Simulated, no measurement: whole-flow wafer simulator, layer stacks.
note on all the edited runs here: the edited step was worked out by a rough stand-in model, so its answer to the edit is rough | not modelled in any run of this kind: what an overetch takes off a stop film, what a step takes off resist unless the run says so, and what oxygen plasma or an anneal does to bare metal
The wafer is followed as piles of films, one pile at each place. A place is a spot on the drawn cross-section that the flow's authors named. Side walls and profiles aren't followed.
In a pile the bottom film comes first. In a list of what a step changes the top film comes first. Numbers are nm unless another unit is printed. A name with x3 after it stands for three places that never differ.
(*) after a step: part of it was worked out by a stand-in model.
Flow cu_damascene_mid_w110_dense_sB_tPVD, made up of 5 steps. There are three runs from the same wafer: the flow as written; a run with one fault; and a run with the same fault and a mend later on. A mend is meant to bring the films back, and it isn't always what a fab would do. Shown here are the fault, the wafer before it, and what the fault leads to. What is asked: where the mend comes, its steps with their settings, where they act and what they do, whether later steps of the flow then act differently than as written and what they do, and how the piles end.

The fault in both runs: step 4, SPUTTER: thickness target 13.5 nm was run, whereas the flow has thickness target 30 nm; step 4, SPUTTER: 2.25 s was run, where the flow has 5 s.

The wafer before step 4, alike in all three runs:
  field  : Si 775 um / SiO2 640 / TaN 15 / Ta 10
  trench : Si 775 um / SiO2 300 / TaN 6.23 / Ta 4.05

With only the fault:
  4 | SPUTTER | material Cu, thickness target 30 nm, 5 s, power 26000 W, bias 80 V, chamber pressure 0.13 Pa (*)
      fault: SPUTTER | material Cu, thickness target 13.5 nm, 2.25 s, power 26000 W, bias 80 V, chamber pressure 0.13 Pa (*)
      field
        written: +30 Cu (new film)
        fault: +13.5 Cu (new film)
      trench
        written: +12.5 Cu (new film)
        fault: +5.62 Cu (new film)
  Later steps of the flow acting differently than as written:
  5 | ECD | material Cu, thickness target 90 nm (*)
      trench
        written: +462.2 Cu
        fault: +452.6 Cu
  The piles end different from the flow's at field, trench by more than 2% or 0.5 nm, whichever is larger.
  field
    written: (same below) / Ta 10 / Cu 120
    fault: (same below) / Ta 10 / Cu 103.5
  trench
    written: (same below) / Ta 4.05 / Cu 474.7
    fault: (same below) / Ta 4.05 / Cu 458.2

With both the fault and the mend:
  The mend stands after step 4.
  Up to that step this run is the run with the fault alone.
  4a | SPUTTER | material Cu, thickness target 16.5 nm, 2.75 s, power 26000 W, bias 80 V, chamber pressure 0.13 Pa (*) (the flow's step 4, run once more with other settings)
      field
        +16.5 Cu
      trench
        +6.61 Cu
  None of the later steps of the flow differs from how it acts as written, at any place that is followed, by more than 2% or 0.5 nm, whichever is larger.
  At every place that both follow, the piles at the end match the flow's.
